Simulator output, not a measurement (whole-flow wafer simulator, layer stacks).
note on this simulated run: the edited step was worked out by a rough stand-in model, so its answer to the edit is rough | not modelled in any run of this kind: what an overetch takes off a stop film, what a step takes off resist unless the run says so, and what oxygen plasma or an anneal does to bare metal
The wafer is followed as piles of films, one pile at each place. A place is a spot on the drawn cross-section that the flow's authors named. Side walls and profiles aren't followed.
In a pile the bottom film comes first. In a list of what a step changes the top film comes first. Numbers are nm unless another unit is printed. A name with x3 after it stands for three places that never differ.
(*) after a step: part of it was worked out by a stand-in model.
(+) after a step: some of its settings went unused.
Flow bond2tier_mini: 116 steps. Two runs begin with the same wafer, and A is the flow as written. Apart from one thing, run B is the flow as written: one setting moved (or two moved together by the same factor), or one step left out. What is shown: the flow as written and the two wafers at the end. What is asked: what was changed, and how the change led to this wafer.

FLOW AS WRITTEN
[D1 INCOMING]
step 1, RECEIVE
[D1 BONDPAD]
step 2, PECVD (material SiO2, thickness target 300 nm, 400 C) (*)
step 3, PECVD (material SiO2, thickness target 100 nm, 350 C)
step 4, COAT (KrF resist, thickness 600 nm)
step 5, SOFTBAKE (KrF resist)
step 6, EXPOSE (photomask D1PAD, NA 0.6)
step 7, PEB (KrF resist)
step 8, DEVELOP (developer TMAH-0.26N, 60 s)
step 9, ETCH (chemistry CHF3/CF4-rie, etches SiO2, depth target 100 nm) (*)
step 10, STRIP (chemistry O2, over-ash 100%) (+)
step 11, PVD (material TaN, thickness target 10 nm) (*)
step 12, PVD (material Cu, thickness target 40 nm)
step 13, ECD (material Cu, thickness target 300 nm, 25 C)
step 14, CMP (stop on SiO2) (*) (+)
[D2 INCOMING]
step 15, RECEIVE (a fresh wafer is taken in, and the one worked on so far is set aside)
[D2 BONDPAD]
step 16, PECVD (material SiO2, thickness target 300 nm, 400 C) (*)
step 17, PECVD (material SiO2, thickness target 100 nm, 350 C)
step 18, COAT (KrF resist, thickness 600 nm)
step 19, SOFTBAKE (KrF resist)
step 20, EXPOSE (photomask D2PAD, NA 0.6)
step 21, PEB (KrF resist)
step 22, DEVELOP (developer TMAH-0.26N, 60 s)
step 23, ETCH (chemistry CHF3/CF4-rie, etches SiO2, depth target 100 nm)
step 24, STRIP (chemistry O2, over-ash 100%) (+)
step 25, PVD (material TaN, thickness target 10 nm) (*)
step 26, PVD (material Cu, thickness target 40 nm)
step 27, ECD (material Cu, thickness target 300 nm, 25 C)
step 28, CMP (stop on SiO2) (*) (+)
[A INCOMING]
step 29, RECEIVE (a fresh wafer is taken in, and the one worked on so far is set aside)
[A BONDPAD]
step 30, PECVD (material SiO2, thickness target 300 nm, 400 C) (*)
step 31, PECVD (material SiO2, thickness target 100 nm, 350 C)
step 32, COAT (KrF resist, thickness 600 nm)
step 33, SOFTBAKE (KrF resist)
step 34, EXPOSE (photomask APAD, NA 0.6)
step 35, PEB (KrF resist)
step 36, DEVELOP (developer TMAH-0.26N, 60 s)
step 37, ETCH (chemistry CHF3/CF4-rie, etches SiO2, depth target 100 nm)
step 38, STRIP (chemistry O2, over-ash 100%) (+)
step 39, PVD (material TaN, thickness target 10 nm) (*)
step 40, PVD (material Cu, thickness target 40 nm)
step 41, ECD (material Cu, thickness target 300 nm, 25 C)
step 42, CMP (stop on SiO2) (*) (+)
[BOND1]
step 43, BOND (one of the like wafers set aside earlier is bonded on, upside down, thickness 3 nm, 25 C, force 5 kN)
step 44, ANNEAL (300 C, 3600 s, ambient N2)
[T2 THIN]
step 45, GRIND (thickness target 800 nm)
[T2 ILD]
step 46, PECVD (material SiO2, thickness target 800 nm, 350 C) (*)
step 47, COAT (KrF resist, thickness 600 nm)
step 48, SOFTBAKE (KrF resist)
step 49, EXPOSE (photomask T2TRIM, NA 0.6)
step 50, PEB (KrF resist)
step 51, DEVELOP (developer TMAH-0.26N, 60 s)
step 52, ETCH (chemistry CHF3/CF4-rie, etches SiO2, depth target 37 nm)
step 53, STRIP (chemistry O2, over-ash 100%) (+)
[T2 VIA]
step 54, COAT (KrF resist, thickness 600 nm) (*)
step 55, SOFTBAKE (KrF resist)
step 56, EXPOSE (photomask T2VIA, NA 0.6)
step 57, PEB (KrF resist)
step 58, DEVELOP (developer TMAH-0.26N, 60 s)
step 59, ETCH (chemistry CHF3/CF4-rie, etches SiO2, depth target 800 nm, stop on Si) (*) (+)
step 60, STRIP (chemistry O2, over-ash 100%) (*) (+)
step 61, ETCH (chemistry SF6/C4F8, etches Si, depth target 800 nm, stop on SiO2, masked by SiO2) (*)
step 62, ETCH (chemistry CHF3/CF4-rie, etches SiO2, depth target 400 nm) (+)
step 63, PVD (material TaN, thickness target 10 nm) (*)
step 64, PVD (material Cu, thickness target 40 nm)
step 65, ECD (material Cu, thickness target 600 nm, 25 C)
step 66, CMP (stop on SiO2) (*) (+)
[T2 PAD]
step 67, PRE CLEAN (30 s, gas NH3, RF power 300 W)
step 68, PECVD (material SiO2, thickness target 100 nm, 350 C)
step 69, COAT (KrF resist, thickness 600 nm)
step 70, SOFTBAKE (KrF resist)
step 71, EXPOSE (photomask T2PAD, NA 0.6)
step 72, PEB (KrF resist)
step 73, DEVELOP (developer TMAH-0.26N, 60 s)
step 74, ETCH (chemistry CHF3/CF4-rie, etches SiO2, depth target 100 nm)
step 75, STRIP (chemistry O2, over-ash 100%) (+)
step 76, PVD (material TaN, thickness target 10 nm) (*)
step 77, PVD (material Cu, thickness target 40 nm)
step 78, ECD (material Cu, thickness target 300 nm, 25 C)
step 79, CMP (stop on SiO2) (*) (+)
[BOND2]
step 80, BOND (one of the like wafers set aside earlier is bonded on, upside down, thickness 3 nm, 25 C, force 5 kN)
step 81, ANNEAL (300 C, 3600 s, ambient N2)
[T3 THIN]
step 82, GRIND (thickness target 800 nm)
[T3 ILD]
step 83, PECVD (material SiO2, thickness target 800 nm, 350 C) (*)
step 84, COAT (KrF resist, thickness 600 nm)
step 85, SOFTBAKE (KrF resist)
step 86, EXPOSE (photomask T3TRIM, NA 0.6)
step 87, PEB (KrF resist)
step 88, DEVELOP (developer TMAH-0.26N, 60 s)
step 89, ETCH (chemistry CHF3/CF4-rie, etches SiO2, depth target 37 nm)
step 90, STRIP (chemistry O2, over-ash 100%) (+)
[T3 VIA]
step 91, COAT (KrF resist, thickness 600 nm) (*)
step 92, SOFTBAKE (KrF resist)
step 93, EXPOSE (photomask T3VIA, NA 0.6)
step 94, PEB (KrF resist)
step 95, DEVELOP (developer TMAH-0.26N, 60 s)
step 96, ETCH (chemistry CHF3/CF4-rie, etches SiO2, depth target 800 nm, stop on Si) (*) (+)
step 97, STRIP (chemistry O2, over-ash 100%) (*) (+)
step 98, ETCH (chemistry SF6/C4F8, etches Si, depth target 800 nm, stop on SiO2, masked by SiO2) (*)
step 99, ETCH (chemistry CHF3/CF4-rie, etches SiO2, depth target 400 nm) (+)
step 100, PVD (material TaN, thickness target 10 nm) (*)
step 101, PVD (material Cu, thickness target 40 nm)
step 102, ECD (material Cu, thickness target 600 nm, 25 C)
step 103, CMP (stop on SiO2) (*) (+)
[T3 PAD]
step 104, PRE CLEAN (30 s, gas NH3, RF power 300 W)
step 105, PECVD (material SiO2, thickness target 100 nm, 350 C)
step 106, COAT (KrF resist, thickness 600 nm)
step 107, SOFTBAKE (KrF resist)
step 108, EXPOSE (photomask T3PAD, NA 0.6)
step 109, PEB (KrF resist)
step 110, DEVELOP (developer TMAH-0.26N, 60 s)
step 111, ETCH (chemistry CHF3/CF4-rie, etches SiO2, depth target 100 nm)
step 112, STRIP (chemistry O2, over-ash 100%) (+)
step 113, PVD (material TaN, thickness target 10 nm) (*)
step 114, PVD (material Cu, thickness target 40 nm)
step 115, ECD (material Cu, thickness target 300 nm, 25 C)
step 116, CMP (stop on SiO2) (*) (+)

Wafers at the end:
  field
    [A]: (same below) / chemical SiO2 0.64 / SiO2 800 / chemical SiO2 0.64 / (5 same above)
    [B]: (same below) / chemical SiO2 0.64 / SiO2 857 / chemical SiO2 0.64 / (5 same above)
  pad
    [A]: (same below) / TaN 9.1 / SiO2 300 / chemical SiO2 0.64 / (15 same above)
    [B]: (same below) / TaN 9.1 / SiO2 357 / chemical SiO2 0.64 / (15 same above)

What caused this: step 2, PECVD: thickness target 357 nm was run, whereas the flow has thickness target 300 nm.
The wafer itself shows it: pad has SiO2 357, and step 2 as written asks for 300 nm.

The path from the change to this, step by step:
  step 2, PECVD (material SiO2, thickness target 300 nm, 400 C) (*)
      field, pad, via: A SiO2 gains 300 (new film) | B SiO2 gains 357 (new film)
  step 43, BOND (one of the like wafers set aside earlier is bonded on, upside down, thickness 3 nm, 25 C, force 5 kN)
      field: A Si gains 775 um (new film), chemical SiO2 gains 0.64 (new film), SiO2 gains 400 | B Si gains 775 um (new film), chemical SiO2 gains 0.64 (new film), SiO2 gains 457
      pad: A Si gains 775 um (new film), chemical SiO2 gains 0.64 (new film), SiO2 gains 300 (new film), TaN gains 9.1 (new film), Cu gains 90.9 | B Si gains 775 um (new film), chemical SiO2 gains 0.64 (new film), SiO2 gains 357 (new film), TaN gains 9.1 (new film), Cu gains 90.9
      (as well as at 1 more place)
